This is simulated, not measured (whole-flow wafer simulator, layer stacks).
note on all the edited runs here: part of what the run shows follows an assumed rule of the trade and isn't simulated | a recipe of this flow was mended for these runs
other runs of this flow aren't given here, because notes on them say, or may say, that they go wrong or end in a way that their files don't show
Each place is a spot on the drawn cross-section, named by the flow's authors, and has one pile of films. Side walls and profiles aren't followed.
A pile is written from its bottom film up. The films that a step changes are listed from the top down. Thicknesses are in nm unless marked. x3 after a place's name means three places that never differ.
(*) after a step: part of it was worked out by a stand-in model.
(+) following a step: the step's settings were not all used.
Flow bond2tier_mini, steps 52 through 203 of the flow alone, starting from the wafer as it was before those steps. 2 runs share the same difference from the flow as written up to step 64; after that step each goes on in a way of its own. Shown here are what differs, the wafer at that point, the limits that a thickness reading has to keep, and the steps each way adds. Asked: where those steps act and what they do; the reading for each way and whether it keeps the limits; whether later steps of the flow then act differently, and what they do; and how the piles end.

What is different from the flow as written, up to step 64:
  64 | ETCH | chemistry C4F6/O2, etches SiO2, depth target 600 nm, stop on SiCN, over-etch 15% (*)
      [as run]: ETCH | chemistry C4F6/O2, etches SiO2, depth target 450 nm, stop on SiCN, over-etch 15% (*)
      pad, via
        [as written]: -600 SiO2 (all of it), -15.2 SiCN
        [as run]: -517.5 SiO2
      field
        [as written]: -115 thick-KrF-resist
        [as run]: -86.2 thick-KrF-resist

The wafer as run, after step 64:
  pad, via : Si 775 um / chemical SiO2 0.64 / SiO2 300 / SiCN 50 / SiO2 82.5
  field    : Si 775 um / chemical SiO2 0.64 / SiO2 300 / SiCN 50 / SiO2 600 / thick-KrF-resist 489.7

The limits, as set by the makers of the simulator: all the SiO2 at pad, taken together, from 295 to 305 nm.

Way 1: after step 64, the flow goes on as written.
  The reading taken after step 64 is 382.5 nm, which is outside the limits.
  Later steps of the flow acting differently than as written:
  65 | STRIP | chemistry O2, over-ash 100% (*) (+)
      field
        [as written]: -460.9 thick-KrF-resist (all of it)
        [this way]: -489.7 thick-KrF-resist (all of it)
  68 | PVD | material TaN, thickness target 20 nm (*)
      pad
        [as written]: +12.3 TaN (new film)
        [this way]: +13.1 TaN (new film)
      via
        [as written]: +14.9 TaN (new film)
        [this way]: +16.1 TaN (new film)
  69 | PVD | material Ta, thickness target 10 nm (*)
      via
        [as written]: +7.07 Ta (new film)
        [this way]: +7.72 Ta (new film)
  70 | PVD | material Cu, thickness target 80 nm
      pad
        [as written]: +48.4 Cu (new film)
        [this way]: +51.6 Cu (new film)
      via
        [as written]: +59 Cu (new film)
        [this way]: +63.8 Cu (new film)
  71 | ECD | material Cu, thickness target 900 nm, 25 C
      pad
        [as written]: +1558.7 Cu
        [this way]: +1456.5 Cu
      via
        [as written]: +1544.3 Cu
        [this way]: +1439.9 Cu
  The piles end different from the flow's at pad, via by more than 2% or 0.5 nm, whichever is larger.
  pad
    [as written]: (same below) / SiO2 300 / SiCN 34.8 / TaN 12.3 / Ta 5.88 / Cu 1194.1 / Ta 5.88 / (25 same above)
    [this way]: (same below) / SiO2 300 / SiCN 50 / SiO2 82.5 / TaN 13.1 / Ta 6.3 / Cu 1095.2 / Ta 5.88 / (25 same above)
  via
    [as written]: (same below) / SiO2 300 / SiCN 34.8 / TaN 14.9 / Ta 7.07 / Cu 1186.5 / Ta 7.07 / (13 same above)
    [this way]: (same below) / SiO2 300 / SiCN 50 / SiO2 82.5 / TaN 16.1 / Ta 7.72 / Cu 1086.9 / Ta 7.07 / (13 same above)

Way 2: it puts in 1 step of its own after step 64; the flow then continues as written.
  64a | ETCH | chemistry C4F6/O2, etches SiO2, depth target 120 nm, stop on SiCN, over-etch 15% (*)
      pad, via
        -82.5 SiO2 (all of it), -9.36 SiCN
      field
        -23 thick-KrF-resist
  The reading taken after step 64a is 300 nm, which is within the limits.
  Every later step of the flow that is run acts as written, at every place that is followed, to within 2% or 0.5 nm, whichever is larger.
  The piles end different from the flow's at pad, via by more than 2% or 0.5 nm, whichever is larger.
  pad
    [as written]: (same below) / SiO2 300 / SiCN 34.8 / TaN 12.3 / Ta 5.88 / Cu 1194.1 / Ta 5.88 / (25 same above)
    [this way]: (same below) / SiO2 300 / SiCN 40.6 / TaN 12.3 / Ta 5.9 / Cu 1188.2 / Ta 5.88 / (25 same above)
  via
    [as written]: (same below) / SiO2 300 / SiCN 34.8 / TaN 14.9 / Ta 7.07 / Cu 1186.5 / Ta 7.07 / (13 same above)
    [this way]: (same below) / SiO2 300 / SiCN 40.6 / TaN 14.9 / Ta 7.11 / Cu 1180.5 / Ta 7.07 / (13 same above)

The limits are kept by: way 2. They are not kept by: way 1.
